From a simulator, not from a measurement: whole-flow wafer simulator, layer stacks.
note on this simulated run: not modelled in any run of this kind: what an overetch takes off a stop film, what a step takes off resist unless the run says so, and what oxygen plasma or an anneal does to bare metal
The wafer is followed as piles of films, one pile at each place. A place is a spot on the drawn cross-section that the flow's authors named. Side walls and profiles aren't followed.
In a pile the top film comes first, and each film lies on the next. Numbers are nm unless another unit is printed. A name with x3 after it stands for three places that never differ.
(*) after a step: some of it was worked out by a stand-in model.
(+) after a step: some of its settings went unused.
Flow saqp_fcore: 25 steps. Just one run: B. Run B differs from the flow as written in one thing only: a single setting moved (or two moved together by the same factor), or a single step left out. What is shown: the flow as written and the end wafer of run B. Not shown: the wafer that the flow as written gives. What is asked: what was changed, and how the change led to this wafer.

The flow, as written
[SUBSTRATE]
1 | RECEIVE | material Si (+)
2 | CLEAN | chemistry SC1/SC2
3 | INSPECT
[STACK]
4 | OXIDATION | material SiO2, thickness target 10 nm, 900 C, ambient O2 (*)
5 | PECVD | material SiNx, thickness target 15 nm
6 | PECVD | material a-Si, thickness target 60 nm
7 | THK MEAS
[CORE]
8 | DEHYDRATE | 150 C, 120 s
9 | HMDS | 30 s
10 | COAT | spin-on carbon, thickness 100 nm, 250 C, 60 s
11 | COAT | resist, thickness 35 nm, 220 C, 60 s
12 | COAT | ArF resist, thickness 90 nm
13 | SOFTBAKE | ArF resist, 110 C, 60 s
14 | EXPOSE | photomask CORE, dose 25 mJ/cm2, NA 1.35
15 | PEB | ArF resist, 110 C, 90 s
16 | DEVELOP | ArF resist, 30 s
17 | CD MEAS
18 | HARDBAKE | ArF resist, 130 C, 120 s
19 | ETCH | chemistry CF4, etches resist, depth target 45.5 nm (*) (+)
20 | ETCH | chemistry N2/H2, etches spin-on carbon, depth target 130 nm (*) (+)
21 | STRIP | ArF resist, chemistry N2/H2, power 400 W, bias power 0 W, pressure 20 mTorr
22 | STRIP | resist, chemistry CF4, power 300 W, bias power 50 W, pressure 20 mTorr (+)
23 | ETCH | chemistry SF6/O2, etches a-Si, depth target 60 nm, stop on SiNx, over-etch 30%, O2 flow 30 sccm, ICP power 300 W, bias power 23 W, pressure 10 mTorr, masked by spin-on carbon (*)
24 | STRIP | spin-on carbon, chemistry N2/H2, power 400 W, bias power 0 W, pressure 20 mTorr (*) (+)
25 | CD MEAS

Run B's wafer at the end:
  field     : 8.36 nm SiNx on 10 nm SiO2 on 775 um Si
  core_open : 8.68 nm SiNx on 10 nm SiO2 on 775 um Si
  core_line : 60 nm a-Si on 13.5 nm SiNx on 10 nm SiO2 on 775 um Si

Cause: step 5, PECVD: thickness target 13.5 nm was run, whereas the flow has thickness target 15 nm.
The wafer lets one read it off: core_line has SiNx 13.5, and step 5 as written asks for 15 nm.

Step by step, how the change led to this:
  5 | PECVD | material SiNx, thickness target 15 nm
      field, core_open, core_line: SiNx gains 13.5 (new film) (it would be, as written: SiNx gains 15 (new film))
